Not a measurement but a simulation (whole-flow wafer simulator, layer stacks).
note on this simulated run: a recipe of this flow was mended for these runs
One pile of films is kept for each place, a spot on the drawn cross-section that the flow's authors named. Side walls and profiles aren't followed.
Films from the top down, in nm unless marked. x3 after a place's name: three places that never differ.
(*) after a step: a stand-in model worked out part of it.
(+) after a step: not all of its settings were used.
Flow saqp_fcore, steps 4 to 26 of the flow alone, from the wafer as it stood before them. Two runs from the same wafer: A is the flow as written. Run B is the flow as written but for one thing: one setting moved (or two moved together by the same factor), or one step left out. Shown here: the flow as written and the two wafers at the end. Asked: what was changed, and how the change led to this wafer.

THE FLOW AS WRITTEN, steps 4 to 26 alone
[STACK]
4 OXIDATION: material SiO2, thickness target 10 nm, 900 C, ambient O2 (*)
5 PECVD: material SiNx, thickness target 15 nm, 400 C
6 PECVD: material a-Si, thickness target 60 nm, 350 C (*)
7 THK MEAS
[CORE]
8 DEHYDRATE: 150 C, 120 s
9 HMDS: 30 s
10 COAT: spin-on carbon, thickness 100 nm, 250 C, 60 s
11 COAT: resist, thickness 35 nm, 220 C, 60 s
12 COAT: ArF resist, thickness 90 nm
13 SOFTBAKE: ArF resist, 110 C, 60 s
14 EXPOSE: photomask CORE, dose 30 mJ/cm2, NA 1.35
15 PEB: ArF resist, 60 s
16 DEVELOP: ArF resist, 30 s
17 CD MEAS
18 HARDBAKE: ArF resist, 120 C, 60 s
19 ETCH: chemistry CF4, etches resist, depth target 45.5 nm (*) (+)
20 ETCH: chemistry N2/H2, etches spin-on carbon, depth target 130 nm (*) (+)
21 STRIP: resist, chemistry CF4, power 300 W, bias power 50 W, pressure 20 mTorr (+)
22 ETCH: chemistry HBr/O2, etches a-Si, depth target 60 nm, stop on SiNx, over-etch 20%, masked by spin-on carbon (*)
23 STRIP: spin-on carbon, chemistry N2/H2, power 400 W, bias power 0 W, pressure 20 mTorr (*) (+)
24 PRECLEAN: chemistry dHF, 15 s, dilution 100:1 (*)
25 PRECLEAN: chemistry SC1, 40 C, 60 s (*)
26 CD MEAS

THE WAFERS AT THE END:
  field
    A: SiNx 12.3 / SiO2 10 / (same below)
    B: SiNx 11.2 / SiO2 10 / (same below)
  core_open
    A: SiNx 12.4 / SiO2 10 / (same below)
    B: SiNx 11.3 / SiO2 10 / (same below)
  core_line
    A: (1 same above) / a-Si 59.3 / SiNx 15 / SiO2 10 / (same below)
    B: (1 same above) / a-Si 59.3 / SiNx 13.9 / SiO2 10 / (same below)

The cause: step 5, PECVD: thickness target 13.9 nm was run, where the flow has thickness target 15 nm.
It can be read off the wafer: core_line has SiNx 13.9, and step 5 as written asks for 15 nm.

How the change led to this, step by step:
  5 PECVD: material SiNx, thickness target 15 nm, 400 C
      field, core_open, core_line: A SiNx +15 (new film) | B SiNx +13.9 (new film)
